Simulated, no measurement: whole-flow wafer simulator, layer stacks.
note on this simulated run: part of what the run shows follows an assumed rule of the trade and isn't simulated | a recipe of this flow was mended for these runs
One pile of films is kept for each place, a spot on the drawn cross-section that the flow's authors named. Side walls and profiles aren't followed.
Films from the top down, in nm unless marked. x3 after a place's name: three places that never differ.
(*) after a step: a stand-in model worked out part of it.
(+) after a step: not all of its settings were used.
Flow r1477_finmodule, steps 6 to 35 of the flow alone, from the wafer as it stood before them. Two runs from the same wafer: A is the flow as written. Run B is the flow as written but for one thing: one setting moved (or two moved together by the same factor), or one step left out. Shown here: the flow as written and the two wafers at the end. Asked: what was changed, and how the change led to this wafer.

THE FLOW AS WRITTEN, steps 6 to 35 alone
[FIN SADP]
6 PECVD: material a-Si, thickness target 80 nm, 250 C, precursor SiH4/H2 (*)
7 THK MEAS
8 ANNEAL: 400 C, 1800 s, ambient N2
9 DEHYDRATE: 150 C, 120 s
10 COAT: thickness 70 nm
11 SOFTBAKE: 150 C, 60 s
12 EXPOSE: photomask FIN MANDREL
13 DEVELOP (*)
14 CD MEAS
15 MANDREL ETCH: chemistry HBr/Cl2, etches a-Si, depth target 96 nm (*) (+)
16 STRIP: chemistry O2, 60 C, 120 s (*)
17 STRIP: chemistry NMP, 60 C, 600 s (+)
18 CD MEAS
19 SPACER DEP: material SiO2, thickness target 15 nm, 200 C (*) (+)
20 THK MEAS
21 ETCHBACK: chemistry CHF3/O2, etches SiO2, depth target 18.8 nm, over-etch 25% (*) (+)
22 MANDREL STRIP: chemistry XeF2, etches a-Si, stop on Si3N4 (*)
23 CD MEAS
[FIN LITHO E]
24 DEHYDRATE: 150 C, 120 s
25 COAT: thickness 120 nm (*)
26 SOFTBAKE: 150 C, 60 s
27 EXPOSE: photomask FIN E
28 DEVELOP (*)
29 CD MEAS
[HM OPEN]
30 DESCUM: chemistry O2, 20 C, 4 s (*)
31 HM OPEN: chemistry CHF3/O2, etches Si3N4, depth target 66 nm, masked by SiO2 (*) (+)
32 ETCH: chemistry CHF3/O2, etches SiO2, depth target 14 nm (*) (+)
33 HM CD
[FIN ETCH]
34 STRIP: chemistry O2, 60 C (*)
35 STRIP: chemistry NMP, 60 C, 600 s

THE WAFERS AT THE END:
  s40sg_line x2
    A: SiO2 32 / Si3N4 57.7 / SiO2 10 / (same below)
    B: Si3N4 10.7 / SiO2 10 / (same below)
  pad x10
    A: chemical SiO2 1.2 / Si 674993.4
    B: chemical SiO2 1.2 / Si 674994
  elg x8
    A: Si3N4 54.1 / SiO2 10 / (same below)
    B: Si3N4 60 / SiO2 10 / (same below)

The cause: step 6, PECVD: thickness target 104 nm was run, where the flow has thickness target 80 nm.

How the change led to this, step by step:
  6 PECVD: material a-Si, thickness target 80 nm, 250 C, precursor SiH4/H2 (*)
      pad x10, elg x8, s40cg x2 and 16 more: A a-Si +80 (new film) | B a-Si +104 (new film)
  15 MANDREL ETCH: chemistry HBr/Cl2, etches a-Si, depth target 96 nm (*) (+)
      pad x10, elg x8, s40sg x2, s40sg_line x2, s45sg x2, s45sg_line x2, s50sg x2, s50sg_line x2: A a-Si -80 (all of it), Si3N4 -2.29 | B a-Si -96
  16 STRIP: chemistry O2, 60 C, 120 s (*)
      pad x10, elg x8, s40sg x2, s40sg_line x2, s45sg x2, s45sg_line x2, s50sg x2, s50sg_line x2: A nothing | B chemical SiO2 +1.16 (new film), a-Si -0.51
  21 ETCHBACK: chemistry CHF3/O2, etches SiO2, depth target 18.8 nm, over-etch 25% (*) (+)
      pad x10, elg x8, s40sg x2, s45sg x2, s50sg x2: A SiO2 -15 (all of it), Si3N4 -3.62 | B SiO2 -15 (all of it), chemical SiO2 -1.16 (all of it), a-Si -0.53
  22 MANDREL STRIP: chemistry XeF2, etches a-Si, stop on Si3N4 (*)
      pad x10, elg x8, s40sg x2, s45sg x2, s50sg x2: A nothing | B a-Si -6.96 (all of it)
      s40sg_line x2, s45sg_line x2, s50sg_line x2: A nothing | B under 1 film: chemical SiO2 -1.16 (all of it), a-Si -7.48 (all of it)
      (and at 6 more places)
  25 COAT: thickness 120 nm (*)
      s40cg x2: A e-beam-resist +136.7 (new film) | B e-beam-resist +123.8 (new film)
      s40sg x2: A e-beam-resist +142.6 (new film) | B e-beam-resist +123.8 (new film)
      (and at 14 more places)
  28 DEVELOP (*)
      s40cg x2: A e-beam-resist -136.7 (all of it) | B e-beam-resist -123.8 (all of it)
      s40sg x2: A e-beam-resist -142.6 (all of it) | B e-beam-resist -123.8 (all of it)
      (and at 14 more places)
  31 HM OPEN: chemistry CHF3/O2, etches Si3N4, depth target 66 nm, masked by SiO2 (*) (+)
      s40sg_line x2, s45sg_line x2, s50sg_line x2: A SiO2 -33 | B SiO2 -15 (all of it), Si3N4 -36
      pad x10, s40sg x2, s45sg x2, s50sg x2: A Si3N4 -54.1 (all of it), SiO2 -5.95 | B Si3N4 -60 (all of it), SiO2 -3
  32 ETCH: chemistry CHF3/O2, etches SiO2, depth target 14 nm (*) (+)
      s40sg_line x2, s45sg_line x2, s50sg_line x2: A SiO2 -14 | B Si3N4 -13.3
      pad x10, s40sg x2, s45sg x2, s50sg x2: A SiO2 -4.05 (all of it), Si -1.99 | B SiO2 -7 (all of it), Si -1.4
